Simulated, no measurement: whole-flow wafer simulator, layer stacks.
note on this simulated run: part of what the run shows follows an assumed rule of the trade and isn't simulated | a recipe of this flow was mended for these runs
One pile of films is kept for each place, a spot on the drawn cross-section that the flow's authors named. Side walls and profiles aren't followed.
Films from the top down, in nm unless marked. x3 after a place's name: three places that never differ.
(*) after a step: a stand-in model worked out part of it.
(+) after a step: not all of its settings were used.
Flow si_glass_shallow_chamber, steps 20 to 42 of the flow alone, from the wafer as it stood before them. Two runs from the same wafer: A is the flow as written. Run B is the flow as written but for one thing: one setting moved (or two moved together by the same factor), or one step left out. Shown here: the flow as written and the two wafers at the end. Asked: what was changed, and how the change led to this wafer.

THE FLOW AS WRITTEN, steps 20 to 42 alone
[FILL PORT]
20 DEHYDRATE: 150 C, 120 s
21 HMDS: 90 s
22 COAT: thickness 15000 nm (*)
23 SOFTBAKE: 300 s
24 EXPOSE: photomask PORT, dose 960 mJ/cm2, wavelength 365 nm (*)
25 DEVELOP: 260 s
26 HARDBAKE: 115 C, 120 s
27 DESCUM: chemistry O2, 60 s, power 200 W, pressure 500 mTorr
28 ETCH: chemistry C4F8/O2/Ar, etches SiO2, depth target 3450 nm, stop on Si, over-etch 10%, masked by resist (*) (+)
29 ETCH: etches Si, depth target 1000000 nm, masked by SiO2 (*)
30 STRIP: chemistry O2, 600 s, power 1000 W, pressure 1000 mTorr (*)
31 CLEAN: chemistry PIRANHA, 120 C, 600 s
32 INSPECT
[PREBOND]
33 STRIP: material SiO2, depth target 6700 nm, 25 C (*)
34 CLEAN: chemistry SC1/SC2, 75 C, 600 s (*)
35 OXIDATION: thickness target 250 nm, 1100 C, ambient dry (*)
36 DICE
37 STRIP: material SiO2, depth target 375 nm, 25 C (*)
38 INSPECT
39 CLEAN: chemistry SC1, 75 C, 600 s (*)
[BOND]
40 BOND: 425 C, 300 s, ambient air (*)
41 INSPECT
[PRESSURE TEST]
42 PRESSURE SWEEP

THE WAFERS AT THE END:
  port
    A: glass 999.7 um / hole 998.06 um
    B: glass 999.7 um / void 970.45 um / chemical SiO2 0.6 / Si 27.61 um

The cause: step 28, ETCH: depth target 2750 nm was run, where the flow has depth target 3450 nm.

How the change led to this, step by step:
  28 ETCH: chemistry C4F8/O2/Ar, etches SiO2, depth target 3450 nm, stop on Si, over-etch 10%, masked by resist (*) (+)
      port: A SiO2 -3450 (all of it), Si -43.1 | B SiO2 -3025
      rim, ramp, cav, septum, ring: A thick-i-line-resist -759 | B thick-i-line-resist -605
  29 ETCH: etches Si, depth target 1000000 nm, masked by SiO2 (*)
      port: A hole +997.05 um (new film), Si -997.05 um (all of it) | B SiO2 -425 (all of it), Si -969.36 um
      rim, ramp: A thick-i-line-resist -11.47 um (all of it), SiO2 -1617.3 | B thick-i-line-resist -11.63 um (all of it), SiO2 -1535.1
      (and at 2 more places)
  30 STRIP: chemistry O2, 600 s, power 1000 W, pressure 1000 mTorr (*)
      port: A nothing | B chemical SiO2 +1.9 (new film), Si -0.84
      cav: A thick-i-line-resist -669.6 (all of it) | B thick-i-line-resist -823.6 (all of it)
  33 STRIP: material SiO2, depth target 6700 nm, 25 C (*)
      port: A nothing | B chemical SiO2 -1.9 (all of it)
  34 CLEAN: chemistry SC1/SC2, 75 C, 600 s (*)
      port: A nothing | B chemical SiO2 +0.6 (new film), Si -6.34
  35 OXIDATION: thickness target 250 nm, 1100 C, ambient dry (*)
      port: A nothing | B SiO2 +250 (new film), chemical SiO2 -0.6 (all of it), Si -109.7
  37 STRIP: material SiO2, depth target 375 nm, 25 C (*)
      port: A nothing | B SiO2 -250 (all of it)
  39 CLEAN: chemistry SC1, 75 C, 600 s (*)
      port: A nothing | B chemical SiO2 +0.6 (new film), Si -6.34
  40 BOND: 425 C, 300 s, ambient air (*)
      port: A glass +999.7 um (new film), hole +1017.3 | B glass +999.7 um (new film), void +970.45 um (new film)
